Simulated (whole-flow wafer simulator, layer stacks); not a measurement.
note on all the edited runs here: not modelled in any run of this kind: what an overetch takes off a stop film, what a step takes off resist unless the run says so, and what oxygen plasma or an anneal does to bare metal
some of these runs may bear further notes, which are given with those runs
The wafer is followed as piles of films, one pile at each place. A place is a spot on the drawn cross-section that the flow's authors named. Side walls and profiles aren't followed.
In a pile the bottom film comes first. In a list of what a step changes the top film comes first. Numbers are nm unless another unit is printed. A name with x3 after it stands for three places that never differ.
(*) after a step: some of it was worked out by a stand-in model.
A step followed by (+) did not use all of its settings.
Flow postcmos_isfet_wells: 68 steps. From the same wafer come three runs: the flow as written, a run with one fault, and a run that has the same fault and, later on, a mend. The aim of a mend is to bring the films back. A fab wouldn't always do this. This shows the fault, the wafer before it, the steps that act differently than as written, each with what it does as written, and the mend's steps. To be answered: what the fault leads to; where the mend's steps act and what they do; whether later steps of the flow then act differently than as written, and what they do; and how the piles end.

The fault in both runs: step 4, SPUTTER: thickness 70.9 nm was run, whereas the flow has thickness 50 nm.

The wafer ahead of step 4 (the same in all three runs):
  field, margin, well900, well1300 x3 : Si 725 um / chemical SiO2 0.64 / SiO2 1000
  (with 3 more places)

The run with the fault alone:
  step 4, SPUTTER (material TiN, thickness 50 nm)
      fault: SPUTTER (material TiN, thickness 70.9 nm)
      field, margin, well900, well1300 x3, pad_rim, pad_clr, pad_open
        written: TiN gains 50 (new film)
        fault: TiN gains 70.9 (new film)
  Later steps of the flow acting differently than as written (1 more step, not shown, differs only slightly: by at most 2% or 0.5 nm, whichever is larger):
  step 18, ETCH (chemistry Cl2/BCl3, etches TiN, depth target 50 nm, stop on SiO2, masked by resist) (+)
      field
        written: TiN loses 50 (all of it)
        fault: TiN loses 50
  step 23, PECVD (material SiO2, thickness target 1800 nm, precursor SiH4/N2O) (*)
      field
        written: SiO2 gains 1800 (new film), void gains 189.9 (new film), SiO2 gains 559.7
        fault: SiO2 gains 1800 (new film), void gains 190.2 (new film), SiO2 gains 559.8 (new film)
  At field, margin, well900, well1300 x3, pad_rim, pad_clr, pad_open, the piles at the end differ from the flow's by more than 2% or 0.5 nm, whichever is larger.
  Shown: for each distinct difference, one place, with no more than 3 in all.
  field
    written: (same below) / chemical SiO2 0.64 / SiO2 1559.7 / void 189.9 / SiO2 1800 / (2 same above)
    fault: (same below) / chemical SiO2 0.64 / SiO2 1000 / TiN 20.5 / SiO2 559.8 / void 190.2 / SiO2 1800 / (2 same above)
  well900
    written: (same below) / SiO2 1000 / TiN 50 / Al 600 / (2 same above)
    fault: (same below) / SiO2 1000 / TiN 70.9 / Al 600 / (2 same above)
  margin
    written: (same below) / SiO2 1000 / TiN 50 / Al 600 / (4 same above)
    fault: (same below) / SiO2 1000 / TiN 70.9 / Al 600 / (4 same above)

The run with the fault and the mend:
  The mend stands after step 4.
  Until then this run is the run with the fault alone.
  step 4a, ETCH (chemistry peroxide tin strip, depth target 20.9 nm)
      field, margin, well900, well1300 x3, pad_rim, pad_clr, pad_open
        TiN loses 20.9
  Every later step of the flow that is run acts as written at every place that is followed.
  By the end, the piles equal the flow's at every place that both follow.
